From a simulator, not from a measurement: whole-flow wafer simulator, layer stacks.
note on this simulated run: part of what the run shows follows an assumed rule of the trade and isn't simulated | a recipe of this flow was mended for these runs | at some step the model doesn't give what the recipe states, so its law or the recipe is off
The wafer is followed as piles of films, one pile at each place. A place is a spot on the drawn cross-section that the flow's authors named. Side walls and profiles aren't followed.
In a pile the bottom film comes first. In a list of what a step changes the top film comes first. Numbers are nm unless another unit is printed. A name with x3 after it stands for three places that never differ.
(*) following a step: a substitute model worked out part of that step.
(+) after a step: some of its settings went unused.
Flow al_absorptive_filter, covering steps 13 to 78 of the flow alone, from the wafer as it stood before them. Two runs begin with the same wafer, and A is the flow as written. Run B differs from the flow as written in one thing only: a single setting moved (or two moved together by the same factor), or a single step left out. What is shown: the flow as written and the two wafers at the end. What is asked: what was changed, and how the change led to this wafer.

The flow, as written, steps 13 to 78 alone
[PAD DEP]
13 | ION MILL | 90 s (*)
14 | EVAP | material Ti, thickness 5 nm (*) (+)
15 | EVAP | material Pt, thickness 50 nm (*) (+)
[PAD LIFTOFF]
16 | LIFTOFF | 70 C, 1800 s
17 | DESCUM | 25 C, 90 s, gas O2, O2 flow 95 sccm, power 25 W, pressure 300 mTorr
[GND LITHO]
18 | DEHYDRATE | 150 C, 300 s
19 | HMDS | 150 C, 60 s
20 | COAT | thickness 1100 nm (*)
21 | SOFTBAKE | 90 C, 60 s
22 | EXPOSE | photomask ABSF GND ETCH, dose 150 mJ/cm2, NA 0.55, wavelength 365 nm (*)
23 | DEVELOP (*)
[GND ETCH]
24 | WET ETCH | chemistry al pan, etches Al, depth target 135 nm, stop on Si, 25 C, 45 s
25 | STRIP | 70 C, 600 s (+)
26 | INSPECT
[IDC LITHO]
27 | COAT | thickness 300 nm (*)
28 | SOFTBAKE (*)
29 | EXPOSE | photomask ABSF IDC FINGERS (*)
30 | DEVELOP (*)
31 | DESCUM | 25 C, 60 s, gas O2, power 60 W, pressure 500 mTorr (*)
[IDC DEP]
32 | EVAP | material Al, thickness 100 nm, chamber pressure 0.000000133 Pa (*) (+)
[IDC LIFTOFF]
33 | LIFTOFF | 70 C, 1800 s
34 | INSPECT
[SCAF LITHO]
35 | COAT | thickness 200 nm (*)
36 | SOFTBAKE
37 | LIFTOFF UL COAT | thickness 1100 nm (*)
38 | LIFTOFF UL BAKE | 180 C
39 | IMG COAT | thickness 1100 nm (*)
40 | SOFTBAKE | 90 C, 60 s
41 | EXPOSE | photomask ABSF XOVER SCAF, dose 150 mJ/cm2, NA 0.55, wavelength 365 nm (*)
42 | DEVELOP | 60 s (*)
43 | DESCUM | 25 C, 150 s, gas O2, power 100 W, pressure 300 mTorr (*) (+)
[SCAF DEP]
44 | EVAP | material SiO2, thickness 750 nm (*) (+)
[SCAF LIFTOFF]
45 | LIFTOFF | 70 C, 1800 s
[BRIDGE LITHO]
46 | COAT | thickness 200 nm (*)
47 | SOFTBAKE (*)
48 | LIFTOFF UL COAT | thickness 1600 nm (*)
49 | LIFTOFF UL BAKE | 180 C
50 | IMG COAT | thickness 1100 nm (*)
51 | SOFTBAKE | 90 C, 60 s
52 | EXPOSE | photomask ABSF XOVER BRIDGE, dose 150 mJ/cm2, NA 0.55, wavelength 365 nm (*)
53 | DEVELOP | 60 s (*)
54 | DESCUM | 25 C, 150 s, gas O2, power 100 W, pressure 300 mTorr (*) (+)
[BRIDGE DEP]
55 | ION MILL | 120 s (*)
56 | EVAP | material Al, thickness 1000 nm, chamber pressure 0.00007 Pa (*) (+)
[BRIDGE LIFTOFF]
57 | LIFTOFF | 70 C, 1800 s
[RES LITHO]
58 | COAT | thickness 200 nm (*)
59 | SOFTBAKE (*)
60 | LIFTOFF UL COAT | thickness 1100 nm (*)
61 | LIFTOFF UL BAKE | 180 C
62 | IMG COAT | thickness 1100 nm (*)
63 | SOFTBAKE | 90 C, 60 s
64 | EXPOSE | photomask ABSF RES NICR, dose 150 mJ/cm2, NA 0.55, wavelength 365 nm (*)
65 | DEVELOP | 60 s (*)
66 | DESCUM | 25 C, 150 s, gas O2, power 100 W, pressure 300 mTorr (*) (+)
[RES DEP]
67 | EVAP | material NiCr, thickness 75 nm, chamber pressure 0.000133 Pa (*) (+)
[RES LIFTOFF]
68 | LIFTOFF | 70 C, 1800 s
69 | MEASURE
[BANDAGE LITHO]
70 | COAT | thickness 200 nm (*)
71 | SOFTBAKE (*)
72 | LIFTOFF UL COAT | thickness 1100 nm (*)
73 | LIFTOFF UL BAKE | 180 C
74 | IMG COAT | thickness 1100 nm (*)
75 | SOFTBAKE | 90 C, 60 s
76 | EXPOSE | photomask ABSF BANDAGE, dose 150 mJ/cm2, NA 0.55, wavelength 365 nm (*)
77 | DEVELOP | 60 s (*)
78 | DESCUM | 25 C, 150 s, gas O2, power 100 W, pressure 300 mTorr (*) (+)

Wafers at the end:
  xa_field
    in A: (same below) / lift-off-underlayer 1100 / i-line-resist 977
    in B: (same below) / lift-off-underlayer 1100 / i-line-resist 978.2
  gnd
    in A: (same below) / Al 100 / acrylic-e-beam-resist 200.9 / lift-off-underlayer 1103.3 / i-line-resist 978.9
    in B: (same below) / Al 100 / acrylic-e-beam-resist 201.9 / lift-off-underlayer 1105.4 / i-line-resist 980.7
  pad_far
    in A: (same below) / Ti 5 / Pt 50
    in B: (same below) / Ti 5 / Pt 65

What caused this: step 15, EVAP: thickness 65 nm was run, whereas the flow has thickness 50 nm.
One can read it off the wafer: pad_far has Pt 65, and step 15 as written asks for 50 nm.

Step by step, how the change led to this:
  15 | EVAP | material Pt, thickness 50 nm (*) (+)
      gnd, pad_far, pad_near and 11 more: A +50 Pt (new film) | B +65 Pt (new film)
  16 | LIFTOFF | 70 C, 1800 s
      gnd, ledge, res and 9 more: A -50 Pt (all of it), -5 Ti (all of it), -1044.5 i-line-resist (all of it), -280 lift-off-underlayer (all of it) | B -65 Pt (all of it), -5 Ti (all of it), -1044.5 i-line-resist (all of it), -280 lift-off-underlayer (all of it)
  35 | COAT | thickness 200 nm (*)
      ledge: A +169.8 acrylic-e-beam-resist (new film) | B +174.9 acrylic-e-beam-resist (new film)
  45 | LIFTOFF | 70 C, 1800 s
      ledge: A -750 SiO2 (all of it), -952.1 i-line-resist (all of it), -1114 lift-off-underlayer (all of it), -169.8 acrylic-e-beam-resist (all of it) | B -750 SiO2 (all of it), -951 i-line-resist (all of it), -1114.3 lift-off-underlayer (all of it), -174.9 acrylic-e-beam-resist (all of it)
  46 | COAT | thickness 200 nm (*)
      ledge: A +169.8 acrylic-e-beam-resist (new film) | B +174.9 acrylic-e-beam-resist (new film)
  57 | LIFTOFF | 70 C, 1800 s
      ledge: A -1000 Al (all of it), -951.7 i-line-resist (all of it), -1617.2 lift-off-underlayer (all of it), -169.8 acrylic-e-beam-resist (all of it) | B -1000 Al (all of it), -950.8 i-line-resist (all of it), -1617.3 lift-off-underlayer (all of it), -174.9 acrylic-e-beam-resist (all of it)
  58 | COAT | thickness 200 nm (*)
      ledge: A +169.8 acrylic-e-beam-resist (new film) | B +174.9 acrylic-e-beam-resist (new film)
  66 | DESCUM | 25 C, 150 s, gas O2, power 100 W, pressure 300 mTorr (*) (+)
      ledge: A -169.8 acrylic-e-beam-resist (all of it) | B -174.9 acrylic-e-beam-resist (all of it)
  70 | COAT | thickness 200 nm (*)
      ledge: A +167 acrylic-e-beam-resist (new film) | B +171.9 acrylic-e-beam-resist (new film)
